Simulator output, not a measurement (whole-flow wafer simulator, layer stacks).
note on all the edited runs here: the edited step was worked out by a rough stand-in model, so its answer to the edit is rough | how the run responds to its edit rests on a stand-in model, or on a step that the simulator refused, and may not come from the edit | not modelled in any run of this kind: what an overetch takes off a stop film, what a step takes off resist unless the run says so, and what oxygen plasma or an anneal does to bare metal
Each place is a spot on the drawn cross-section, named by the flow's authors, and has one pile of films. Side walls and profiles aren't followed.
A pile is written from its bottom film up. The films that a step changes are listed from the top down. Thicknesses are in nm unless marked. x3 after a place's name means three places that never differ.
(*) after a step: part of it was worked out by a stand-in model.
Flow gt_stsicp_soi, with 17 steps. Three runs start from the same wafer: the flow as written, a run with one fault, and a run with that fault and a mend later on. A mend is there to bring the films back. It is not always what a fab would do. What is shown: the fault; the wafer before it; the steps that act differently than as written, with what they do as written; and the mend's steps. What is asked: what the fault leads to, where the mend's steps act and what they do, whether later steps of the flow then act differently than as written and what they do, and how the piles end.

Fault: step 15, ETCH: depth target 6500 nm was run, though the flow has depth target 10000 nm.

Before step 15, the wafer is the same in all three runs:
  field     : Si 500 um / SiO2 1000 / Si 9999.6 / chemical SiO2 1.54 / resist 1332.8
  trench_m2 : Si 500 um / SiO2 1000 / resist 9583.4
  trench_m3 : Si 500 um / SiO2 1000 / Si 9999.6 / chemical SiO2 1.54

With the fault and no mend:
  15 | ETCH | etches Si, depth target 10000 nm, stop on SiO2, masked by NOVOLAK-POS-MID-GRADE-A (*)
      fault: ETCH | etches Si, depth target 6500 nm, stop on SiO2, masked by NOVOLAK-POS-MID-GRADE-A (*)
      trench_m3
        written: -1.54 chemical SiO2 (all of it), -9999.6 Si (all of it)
        fault: -1.54 chemical SiO2 (all of it), -6500 Si
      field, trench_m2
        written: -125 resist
        fault: -81.2 resist
  Steps later in the flow that act otherwise than as written:
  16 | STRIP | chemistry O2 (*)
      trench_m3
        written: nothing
        fault: +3 chemical SiO2 (new film), -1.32 Si
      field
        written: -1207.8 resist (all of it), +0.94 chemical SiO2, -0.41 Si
        fault: -1251.5 resist (all of it), +0.94 chemical SiO2, -0.42 Si
  By the end, the piles at trench_m3 depart from the flow's by more than 2% or 0.5 nm, whichever is larger.
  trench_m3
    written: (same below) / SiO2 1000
    fault: (same below) / SiO2 1000 / Si 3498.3 / chemical SiO2 3

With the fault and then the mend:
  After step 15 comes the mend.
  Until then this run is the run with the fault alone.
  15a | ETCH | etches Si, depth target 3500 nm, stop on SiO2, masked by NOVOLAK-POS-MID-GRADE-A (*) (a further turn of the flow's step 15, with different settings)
      field, trench_m2
        -43.8 resist
      trench_m3
        -3499.6 Si (all of it)
  Later steps of the flow that are run all act as written at every place that is followed.
  By the end, the piles equal the flow's at every place that both follow.
